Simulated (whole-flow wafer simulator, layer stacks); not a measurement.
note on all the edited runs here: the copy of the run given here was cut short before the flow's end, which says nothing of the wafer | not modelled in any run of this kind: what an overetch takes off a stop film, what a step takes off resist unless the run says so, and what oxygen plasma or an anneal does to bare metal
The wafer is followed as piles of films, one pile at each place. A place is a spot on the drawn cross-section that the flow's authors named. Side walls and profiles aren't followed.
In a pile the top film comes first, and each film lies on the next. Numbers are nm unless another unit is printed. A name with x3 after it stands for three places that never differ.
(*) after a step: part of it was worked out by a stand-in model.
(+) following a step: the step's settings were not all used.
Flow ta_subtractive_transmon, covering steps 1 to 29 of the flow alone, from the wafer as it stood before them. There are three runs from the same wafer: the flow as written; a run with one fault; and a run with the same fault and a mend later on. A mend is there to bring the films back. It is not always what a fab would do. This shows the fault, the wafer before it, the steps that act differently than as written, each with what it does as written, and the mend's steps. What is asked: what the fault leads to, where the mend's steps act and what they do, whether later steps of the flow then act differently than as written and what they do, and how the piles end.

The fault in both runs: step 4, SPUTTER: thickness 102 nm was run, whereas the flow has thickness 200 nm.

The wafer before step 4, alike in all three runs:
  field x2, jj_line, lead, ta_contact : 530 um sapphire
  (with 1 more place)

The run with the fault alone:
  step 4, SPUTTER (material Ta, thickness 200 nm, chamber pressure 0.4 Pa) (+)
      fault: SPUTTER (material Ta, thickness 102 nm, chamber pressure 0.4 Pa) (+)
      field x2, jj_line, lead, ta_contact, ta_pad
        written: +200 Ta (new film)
        fault: +102 Ta (new film)
  Steps further on in the flow that do not act as written:
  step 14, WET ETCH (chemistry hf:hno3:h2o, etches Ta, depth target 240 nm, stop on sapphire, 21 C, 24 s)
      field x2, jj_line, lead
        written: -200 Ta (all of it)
        fault: -102 Ta (all of it)
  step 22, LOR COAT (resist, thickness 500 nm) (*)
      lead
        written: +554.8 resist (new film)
        fault: +528.9 resist (new film)
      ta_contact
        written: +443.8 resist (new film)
        fault: +470.1 resist (new film)
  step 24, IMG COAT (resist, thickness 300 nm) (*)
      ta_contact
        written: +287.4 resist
        fault: +293.8 resist
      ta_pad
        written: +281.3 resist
        fault: +290.3 resist
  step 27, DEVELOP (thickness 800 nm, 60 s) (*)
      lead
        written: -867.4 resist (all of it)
        fault: -835.3 resist (all of it)
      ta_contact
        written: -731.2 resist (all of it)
        fault: -763.8 resist (all of it)
  At ta_contact, ta_pad, the piles at the end differ from the flow's by more than 2% or 0.5 nm, whichever is larger.
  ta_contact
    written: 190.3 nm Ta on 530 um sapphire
    fault: 92.3 nm Ta on 530 um sapphire
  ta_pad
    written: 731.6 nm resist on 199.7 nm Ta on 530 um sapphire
    fault: 747.5 nm resist on 101.7 nm Ta on 530 um sapphire

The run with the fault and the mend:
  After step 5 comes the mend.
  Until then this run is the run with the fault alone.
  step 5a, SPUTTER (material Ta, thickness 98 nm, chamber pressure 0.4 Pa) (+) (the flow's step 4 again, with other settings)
      field x2, jj_line, lead, ta_contact, ta_pad
        +98 Ta
  None of the later steps of the flow acts differently than as written at any place that is followed.
  By the end, the piles equal the flow's at every place that both follow.
